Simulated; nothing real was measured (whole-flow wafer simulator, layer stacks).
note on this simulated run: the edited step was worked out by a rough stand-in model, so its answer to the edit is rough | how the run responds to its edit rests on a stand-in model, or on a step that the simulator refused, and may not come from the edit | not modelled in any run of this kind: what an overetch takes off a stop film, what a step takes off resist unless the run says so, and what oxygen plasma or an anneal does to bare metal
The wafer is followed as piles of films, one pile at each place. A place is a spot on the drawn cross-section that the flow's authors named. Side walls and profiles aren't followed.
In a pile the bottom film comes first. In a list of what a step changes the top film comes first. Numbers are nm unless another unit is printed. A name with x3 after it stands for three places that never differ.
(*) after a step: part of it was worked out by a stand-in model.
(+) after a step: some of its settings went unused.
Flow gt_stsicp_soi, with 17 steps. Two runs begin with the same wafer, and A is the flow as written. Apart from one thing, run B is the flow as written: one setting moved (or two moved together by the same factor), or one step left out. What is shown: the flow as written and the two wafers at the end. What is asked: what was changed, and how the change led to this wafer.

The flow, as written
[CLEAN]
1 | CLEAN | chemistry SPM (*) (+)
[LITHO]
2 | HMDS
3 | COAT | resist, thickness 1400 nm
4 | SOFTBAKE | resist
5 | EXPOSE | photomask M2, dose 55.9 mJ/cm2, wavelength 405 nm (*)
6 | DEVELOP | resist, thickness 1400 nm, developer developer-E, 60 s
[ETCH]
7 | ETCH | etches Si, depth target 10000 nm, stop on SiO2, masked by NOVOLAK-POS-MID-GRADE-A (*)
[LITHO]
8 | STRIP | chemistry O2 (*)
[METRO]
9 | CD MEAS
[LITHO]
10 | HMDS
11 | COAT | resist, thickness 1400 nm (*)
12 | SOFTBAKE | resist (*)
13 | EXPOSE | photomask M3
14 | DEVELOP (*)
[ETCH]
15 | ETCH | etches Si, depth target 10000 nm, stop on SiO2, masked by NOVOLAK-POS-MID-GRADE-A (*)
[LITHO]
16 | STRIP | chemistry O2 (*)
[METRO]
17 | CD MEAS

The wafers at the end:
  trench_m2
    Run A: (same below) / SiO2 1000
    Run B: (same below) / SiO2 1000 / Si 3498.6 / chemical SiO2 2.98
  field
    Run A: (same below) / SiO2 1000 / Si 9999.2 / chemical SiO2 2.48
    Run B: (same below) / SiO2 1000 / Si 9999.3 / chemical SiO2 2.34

What caused this: step 7, ETCH: depth target 6500 nm was run, while the flow as written has depth target 10000 nm.

The path from the change to this, step by step:
  7 | ETCH | etches Si, depth target 10000 nm, stop on SiO2, masked by NOVOLAK-POS-MID-GRADE-A (*)
      trench_m2: A chemical SiO2 loses 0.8 (all of it), Si loses 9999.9 (all of it) | B chemical SiO2 loses 0.8 (all of it), Si loses 6500
      field, trench_m3: A resist loses 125 | B resist loses 81.2
  8 | STRIP | chemistry O2 (*)
      trench_m2: A nothing | B chemical SiO2 gains 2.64 (new film), Si loses 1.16
      field, trench_m3: A resist loses 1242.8 (all of it), chemical SiO2 gains 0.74, Si loses 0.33 | B resist loses 1286.6 (all of it), chemical SiO2 gains 0.75, Si loses 0.33
  11 | COAT | resist, thickness 1400 nm (*)
      trench_m2: A resist gains 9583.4 (new film) | B resist gains 6787.1 (new film)
      trench_m3: A resist gains 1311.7 (new film) | B resist gains 1342.5 (new film)
  12 | SOFTBAKE | resist (*)
      field: A nothing | B resist gains 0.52
      trench_m2: A nothing | B resist gains 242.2
      (also at 1 further place)
  14 | DEVELOP (*)
      trench_m3: A resist loses 1311.7 (all of it) | B resist loses 1347.1 (all of it)
  16 | STRIP | chemistry O2 (*)
      trench_m2: A resist loses 9458.4 (all of it) | B resist loses 6904.3 (all of it), chemical SiO2 gains 0.35, Si loses 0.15
